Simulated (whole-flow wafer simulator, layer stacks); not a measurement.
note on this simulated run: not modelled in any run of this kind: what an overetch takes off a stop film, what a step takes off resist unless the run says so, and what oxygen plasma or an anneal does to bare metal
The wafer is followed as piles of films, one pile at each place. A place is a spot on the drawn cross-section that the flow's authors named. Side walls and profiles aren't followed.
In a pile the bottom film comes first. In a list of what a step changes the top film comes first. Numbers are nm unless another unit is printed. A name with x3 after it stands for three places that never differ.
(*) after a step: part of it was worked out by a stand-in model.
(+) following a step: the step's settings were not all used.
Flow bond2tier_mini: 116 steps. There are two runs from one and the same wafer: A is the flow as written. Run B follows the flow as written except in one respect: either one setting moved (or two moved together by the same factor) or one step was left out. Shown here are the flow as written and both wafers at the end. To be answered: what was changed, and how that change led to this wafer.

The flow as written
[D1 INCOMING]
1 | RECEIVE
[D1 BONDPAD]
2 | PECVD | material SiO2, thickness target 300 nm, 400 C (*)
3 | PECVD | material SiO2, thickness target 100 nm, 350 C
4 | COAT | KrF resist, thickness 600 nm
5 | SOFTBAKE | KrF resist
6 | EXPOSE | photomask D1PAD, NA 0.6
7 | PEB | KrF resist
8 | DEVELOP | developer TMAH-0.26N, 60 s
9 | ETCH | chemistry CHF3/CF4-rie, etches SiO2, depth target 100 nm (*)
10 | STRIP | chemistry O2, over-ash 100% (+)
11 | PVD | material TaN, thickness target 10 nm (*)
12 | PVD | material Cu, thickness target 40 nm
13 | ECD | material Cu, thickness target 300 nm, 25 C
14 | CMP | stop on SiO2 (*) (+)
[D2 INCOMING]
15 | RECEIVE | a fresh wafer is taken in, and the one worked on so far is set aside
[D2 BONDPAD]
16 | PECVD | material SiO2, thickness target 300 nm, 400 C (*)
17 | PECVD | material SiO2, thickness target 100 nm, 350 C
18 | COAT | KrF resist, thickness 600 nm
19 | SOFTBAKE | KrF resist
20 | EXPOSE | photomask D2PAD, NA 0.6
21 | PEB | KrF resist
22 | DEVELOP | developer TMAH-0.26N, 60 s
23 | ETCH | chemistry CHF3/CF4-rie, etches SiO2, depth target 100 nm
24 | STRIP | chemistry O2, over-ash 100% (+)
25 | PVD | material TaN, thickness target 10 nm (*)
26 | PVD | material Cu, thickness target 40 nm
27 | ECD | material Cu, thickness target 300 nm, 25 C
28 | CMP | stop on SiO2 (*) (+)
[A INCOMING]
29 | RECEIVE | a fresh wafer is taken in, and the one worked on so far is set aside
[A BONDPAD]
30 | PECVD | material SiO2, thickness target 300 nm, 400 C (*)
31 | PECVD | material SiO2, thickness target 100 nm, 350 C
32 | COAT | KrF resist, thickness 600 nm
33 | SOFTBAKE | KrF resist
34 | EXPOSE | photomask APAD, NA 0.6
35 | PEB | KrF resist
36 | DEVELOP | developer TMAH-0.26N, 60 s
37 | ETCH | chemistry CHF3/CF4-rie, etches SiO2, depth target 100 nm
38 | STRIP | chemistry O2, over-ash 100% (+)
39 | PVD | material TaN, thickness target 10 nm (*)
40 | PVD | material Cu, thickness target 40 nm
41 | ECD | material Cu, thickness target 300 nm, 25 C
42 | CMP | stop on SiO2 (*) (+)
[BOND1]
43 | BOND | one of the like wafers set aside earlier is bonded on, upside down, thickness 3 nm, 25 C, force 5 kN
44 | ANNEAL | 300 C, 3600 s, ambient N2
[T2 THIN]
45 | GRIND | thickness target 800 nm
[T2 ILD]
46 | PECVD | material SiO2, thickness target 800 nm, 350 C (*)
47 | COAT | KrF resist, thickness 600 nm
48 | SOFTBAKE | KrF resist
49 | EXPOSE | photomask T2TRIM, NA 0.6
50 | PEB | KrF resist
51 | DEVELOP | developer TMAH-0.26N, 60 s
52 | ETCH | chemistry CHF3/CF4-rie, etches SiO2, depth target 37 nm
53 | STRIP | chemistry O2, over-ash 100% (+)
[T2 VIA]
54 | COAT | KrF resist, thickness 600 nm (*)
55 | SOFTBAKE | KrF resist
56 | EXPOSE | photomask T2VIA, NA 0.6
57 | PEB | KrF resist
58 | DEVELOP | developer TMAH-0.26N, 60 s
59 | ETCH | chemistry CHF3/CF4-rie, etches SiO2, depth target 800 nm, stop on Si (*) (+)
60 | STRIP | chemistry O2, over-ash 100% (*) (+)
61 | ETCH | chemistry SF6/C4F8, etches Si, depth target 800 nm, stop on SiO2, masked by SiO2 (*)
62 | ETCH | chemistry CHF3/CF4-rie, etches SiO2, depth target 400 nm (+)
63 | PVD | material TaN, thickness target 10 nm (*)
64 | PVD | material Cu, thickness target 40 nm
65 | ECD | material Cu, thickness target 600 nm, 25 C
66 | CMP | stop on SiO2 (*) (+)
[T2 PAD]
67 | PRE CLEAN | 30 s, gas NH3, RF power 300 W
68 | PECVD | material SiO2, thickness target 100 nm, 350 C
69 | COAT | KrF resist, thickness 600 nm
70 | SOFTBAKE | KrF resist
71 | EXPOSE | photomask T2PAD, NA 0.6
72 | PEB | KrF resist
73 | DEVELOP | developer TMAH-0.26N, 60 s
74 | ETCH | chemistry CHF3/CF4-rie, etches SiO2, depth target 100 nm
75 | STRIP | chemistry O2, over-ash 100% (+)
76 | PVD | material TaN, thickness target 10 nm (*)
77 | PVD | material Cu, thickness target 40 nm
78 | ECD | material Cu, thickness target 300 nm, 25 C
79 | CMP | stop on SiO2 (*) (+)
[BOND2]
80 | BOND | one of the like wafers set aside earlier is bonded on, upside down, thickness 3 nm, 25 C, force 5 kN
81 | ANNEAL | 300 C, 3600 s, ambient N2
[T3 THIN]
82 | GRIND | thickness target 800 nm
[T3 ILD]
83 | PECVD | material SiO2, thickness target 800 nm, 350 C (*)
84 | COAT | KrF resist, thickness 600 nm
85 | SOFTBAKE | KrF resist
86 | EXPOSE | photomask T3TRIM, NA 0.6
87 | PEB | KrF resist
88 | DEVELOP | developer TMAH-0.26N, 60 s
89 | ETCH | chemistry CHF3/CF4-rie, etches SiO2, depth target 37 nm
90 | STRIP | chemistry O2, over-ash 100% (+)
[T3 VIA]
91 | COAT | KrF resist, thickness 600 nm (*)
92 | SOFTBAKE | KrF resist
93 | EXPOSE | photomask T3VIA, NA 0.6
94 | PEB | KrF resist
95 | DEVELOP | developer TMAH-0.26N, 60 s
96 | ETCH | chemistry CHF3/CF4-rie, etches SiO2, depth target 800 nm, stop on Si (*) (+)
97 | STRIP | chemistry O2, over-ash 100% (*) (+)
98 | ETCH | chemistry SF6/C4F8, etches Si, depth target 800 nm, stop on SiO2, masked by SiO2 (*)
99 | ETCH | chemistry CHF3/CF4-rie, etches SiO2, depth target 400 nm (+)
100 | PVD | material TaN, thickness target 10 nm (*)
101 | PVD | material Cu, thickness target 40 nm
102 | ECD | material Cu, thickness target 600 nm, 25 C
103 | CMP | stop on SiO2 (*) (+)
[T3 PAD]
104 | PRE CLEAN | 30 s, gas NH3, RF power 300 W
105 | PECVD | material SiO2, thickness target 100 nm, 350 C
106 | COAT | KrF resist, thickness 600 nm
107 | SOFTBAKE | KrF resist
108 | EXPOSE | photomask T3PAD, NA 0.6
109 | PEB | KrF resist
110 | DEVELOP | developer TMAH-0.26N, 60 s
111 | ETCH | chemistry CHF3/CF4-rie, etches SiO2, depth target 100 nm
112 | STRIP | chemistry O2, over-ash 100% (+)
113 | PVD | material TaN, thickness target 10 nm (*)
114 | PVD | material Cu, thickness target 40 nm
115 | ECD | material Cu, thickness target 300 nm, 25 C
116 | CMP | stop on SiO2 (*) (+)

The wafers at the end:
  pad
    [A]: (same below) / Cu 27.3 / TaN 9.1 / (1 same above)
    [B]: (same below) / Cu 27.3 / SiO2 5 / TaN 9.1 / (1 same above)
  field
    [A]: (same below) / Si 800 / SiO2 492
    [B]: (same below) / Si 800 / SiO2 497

The reason: step 105, PECVD: thickness target 105 nm was run, whereas the flow has thickness target 100 nm.

Step by step, how the change led to this:
  105 | PECVD | material SiO2, thickness target 100 nm, 350 C
      field: A SiO2 gains 100 | B SiO2 gains 105
      pad: A SiO2 gains 100 (new film) | B SiO2 gains 105 (new film)
  111 | ETCH | chemistry CHF3/CF4-rie, etches SiO2, depth target 100 nm
      pad: A SiO2 loses 100 (all of it) | B SiO2 loses 100
If metal films that touch count as one body, pad has 4 bodies (between them, from the top down: SiO2 5; SiO2 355 / Si 800 / chemical SiO2 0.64 / SiO2 300; SiO2 355 / Si 800 / chemical SiO2 0.64 / SiO2 300); the flow as written gives 3 bodies (between them, from the top down: SiO2 355 / Si 800 / chemical SiO2 0.64 / SiO2 300; SiO2 355 / Si 800 / chemical SiO2 0.64 / SiO2 300).
